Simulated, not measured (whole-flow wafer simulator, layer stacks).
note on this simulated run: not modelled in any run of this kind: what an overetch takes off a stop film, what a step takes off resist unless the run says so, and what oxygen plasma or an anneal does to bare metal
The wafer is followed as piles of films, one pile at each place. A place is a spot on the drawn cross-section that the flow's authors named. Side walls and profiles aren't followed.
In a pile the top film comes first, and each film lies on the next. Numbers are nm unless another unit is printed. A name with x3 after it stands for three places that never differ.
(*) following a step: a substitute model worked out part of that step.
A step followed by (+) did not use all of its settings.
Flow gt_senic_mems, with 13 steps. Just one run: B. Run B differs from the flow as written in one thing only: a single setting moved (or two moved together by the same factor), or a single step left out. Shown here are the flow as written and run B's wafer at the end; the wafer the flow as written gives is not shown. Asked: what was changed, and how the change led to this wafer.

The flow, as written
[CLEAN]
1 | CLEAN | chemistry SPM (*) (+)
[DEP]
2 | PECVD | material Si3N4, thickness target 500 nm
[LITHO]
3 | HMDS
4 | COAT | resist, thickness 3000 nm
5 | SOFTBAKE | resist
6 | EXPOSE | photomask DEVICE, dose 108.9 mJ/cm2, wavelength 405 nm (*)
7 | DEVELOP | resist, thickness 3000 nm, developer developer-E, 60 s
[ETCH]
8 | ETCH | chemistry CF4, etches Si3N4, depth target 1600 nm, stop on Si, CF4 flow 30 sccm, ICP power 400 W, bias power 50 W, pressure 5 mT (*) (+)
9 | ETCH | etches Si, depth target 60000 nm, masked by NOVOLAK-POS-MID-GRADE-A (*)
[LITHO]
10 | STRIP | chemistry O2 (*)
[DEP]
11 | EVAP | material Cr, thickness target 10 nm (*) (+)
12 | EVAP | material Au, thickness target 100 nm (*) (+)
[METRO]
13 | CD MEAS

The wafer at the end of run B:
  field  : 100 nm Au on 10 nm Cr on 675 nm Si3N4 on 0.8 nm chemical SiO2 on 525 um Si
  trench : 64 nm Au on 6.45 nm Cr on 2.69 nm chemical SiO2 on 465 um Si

Cause: step 2, PECVD: thickness target 675 nm was run, whereas the flow has thickness target 500 nm.
One can read it off the wafer: field has Si3N4 675, and step 2 as written asks for 500 nm.

Step by step, how the change led to this:
  2 | PECVD | material Si3N4, thickness target 500 nm
      field, trench: Si3N4 gains 675 (new film) (in the flow as written it would be: Si3N4 gains 500 (new film))
  8 | ETCH | chemistry CF4, etches Si3N4, depth target 1600 nm, stop on Si, CF4 flow 30 sccm, ICP power 400 W, bias power 50 W, pressure 5 mT (*) (+)
      field: resist loses 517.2 (in the flow as written it would be: resist loses 400.5)
      trench: Si3N4 loses 675 (all of it), chemical SiO2 loses 0.8 (all of it) (in the flow as written it would be: Si3N4 loses 500 (all of it), chemical SiO2 loses 0.8 (all of it))
  10 | STRIP | chemistry O2 (*)
      field: resist loses 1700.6 (all of it) (in the flow as written it would be: resist loses 1817.3 (all of it))
